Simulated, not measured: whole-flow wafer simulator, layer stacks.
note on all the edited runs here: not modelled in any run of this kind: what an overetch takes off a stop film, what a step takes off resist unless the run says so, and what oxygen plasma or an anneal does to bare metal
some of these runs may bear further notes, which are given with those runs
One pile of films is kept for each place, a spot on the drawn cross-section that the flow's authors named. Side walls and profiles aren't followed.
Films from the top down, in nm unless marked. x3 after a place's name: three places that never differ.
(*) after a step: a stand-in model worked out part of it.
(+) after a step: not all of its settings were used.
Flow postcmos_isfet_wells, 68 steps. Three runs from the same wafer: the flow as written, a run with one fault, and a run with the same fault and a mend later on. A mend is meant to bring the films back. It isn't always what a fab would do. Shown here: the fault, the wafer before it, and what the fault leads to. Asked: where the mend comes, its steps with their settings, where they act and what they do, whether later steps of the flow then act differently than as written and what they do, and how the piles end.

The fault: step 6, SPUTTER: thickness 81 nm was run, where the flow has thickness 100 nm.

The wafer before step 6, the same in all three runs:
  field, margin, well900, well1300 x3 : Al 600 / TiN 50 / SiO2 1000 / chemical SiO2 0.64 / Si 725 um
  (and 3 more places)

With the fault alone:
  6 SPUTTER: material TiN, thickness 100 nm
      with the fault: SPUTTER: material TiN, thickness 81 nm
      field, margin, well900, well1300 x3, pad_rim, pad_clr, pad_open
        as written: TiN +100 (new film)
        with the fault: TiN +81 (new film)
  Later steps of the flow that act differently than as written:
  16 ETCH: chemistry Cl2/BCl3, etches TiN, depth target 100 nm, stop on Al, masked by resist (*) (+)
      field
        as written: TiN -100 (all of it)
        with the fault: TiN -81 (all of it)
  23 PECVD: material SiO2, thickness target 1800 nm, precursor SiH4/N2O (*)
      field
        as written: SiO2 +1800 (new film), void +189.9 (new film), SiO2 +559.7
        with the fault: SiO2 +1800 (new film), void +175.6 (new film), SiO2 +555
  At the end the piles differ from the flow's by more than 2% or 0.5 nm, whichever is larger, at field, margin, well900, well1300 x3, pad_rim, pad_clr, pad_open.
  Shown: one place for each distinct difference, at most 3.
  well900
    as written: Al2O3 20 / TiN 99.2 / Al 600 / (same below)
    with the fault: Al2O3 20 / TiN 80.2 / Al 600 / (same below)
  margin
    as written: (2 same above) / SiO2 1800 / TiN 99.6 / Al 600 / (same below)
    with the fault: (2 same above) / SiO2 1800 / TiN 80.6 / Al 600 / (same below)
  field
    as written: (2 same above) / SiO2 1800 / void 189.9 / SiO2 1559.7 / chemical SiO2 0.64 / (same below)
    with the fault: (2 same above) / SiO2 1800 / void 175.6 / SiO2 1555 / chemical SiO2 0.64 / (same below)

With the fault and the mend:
  The mend comes after step 6.
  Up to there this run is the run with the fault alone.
  6a SPUTTER: material TiN, thickness 19 nm (the flow's step 6 once more, with other settings)
      field, margin, well900, well1300 x3, pad_rim, pad_clr, pad_open
        TiN +19
  No later step of the flow acts differently than as written at any place that is followed.
  At the end the piles are the same as the flow's at every place that both follow.
